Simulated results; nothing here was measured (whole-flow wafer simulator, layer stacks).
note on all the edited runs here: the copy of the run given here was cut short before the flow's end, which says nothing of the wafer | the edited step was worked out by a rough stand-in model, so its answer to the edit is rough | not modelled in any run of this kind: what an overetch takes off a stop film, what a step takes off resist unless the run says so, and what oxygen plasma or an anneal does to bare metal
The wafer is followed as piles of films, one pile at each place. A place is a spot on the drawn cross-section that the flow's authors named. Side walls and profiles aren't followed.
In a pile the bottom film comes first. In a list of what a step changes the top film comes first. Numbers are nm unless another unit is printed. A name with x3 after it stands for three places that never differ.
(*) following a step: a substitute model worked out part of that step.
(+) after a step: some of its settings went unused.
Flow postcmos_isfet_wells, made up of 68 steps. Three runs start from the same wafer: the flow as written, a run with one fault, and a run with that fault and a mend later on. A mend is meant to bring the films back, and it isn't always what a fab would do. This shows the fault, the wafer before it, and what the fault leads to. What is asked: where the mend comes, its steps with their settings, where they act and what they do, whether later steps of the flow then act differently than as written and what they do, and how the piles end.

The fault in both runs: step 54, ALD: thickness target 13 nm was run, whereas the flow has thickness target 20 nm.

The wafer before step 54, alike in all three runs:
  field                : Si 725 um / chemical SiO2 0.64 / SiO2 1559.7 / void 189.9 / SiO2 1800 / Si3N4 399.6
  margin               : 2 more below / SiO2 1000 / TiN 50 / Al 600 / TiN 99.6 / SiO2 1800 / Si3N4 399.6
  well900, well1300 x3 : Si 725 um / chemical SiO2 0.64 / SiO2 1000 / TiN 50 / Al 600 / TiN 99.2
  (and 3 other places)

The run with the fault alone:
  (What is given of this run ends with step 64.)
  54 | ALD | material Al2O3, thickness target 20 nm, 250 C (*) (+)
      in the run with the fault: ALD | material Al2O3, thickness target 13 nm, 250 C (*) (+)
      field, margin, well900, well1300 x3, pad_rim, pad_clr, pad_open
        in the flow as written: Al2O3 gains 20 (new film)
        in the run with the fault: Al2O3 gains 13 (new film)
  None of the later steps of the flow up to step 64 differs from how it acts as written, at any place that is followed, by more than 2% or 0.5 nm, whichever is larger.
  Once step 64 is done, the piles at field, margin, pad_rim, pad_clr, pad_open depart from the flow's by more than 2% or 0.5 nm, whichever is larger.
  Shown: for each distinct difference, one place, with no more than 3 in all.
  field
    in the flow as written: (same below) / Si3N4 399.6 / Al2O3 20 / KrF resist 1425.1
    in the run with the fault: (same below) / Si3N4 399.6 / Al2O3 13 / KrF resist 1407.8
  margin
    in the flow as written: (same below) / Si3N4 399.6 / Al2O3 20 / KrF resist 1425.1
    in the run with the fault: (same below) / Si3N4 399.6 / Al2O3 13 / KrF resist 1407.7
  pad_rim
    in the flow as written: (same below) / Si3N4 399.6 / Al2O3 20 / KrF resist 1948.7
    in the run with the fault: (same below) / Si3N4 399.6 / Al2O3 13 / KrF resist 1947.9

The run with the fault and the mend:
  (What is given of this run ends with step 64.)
  The mend stands after step 54.
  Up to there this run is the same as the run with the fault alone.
  54a | ALD | material Al2O3, thickness target 7 nm, 250 C (*) (+) (the flow's step 54 again, with other settings)
      field, margin, well900, well1300 x3, pad_rim, pad_clr, pad_open
        Al2O3 gains 7
  None of the later steps of the flow up to step 64 acts differently than as written at any place that is followed.
  The piles after step 64 are the same as the flow's at every place that both follow.
